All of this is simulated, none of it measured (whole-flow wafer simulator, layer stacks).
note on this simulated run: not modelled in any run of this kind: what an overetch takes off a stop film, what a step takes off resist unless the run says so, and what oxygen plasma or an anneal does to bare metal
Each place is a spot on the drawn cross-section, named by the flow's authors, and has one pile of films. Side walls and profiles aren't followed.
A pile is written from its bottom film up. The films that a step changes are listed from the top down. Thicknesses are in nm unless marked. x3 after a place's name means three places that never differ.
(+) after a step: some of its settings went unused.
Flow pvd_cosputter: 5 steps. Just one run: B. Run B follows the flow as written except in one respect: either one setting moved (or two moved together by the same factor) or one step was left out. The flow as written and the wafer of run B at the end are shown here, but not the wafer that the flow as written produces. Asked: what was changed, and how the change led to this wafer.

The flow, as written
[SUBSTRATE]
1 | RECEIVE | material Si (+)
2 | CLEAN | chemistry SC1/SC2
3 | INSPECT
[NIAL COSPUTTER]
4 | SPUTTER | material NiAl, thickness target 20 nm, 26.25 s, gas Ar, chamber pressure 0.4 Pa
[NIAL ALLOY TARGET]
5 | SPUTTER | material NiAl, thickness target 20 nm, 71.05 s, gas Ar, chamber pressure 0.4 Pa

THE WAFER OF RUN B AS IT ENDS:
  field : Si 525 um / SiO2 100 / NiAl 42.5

What caused this: step 4, SPUTTER: thickness target 22.5 nm was run, whereas the flow has thickness target 20 nm.

Step by step, how the change led to this:
  4 | SPUTTER | material NiAl, thickness target 20 nm, 26.25 s, gas Ar, chamber pressure 0.4 Pa
      field: +22.5 NiAl (new film) (it would be, as written: +20 NiAl (new film))
